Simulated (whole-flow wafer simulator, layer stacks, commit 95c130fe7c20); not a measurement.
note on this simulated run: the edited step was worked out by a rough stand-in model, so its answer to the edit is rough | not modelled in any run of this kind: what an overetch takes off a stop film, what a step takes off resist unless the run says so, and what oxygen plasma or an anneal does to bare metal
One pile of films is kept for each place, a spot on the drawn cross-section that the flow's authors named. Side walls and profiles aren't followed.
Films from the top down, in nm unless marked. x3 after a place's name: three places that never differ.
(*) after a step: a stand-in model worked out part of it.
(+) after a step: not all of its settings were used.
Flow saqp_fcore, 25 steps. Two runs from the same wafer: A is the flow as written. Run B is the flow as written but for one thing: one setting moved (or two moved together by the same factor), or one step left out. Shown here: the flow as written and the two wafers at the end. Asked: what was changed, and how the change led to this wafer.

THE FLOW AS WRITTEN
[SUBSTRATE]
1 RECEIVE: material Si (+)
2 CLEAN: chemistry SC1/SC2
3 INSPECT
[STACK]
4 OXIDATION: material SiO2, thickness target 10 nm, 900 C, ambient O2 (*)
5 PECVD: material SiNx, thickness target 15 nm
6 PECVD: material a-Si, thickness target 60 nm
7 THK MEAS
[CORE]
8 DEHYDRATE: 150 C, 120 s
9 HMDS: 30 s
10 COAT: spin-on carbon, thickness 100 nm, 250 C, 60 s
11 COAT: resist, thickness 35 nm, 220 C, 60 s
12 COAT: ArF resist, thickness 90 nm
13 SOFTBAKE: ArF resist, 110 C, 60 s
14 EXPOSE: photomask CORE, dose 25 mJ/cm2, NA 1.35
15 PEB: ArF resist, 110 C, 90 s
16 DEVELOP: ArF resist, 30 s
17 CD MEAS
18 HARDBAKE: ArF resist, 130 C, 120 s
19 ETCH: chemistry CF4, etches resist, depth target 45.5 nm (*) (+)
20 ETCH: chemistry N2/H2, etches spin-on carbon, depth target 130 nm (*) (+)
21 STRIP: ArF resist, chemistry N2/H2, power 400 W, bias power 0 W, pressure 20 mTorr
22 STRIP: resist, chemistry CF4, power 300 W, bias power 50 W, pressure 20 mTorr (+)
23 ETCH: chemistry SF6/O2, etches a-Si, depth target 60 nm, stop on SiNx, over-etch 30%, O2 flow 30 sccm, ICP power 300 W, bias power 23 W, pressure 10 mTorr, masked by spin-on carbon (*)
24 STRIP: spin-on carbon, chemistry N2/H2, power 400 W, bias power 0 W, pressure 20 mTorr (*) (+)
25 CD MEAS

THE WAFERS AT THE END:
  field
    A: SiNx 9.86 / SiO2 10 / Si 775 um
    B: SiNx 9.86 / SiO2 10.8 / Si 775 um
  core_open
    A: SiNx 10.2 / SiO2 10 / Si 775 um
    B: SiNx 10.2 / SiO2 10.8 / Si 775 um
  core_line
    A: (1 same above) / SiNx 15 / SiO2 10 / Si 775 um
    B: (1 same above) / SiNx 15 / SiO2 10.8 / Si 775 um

The cause: step 4, OXIDATION: thickness target 10.8 nm was run, where the flow has thickness target 10 nm.
It can be read off the wafer: field has SiO2 10.8, and step 4 as written asks for 10 nm.

How the change led to this, step by step:
  4 OXIDATION: material SiO2, thickness target 10 nm, 900 C, ambient O2 (*)
      field, core_open, core_line: A SiO2 +10 (new film), chemical SiO2 -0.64 (all of it), Si -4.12 | B SiO2 +10.8 (new film), chemical SiO2 -0.64 (all of it), Si -4.47
